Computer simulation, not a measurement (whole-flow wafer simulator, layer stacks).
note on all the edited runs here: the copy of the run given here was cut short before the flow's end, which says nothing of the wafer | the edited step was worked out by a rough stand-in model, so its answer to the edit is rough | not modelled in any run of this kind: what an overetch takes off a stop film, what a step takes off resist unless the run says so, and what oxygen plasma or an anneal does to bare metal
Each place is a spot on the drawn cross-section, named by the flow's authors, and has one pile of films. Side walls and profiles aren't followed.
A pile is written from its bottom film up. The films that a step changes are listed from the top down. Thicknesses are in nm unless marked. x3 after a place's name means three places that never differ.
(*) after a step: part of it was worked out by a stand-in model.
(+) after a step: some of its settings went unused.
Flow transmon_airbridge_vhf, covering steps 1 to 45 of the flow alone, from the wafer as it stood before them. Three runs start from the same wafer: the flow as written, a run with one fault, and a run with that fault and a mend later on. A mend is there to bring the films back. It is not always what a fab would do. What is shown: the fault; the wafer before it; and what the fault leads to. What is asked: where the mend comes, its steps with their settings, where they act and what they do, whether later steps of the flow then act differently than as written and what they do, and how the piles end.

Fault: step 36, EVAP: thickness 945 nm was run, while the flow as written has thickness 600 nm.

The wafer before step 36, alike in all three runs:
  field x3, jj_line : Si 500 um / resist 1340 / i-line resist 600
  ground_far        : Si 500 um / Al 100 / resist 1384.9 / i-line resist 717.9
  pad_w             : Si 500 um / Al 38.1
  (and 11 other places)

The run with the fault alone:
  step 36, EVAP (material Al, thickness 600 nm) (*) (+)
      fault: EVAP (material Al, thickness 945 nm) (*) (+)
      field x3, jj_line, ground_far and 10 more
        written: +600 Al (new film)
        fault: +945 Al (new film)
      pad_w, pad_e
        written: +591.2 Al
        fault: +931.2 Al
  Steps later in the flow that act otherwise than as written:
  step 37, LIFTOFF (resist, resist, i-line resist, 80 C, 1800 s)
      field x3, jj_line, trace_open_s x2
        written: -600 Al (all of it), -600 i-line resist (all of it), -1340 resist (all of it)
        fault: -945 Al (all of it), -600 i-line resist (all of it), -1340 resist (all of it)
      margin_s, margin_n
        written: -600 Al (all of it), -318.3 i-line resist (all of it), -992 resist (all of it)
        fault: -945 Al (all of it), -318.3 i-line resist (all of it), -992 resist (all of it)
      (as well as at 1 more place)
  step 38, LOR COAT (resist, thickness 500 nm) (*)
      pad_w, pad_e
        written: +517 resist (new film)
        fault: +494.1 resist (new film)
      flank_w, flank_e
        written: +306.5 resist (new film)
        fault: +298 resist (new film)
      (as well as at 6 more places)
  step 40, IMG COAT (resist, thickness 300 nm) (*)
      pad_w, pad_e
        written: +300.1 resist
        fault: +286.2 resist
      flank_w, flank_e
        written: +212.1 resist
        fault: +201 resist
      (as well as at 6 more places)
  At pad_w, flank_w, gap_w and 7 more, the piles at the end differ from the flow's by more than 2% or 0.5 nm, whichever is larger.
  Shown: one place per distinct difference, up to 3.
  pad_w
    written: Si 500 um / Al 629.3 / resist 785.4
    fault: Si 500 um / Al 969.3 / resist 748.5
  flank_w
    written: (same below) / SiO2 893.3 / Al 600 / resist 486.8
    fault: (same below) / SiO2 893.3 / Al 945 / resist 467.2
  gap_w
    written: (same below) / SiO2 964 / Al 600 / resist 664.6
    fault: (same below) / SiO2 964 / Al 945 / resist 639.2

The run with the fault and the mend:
  The mend stands after step 36.
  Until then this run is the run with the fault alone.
  step 36a, METAL ETCH (etches Al, depth 345 nm) (the flow's step 11 again, with other settings)
      field x3, jj_line, ground_far and 12 more
        -345 Al
  Every later step of the flow that is run acts as written, at every place that is followed, to within 2% or 0.5 nm, whichever is larger.
  The piles end only slightly different from the flow's at the places that both follow, by no more than 2% or 0.5 nm, whichever is larger.
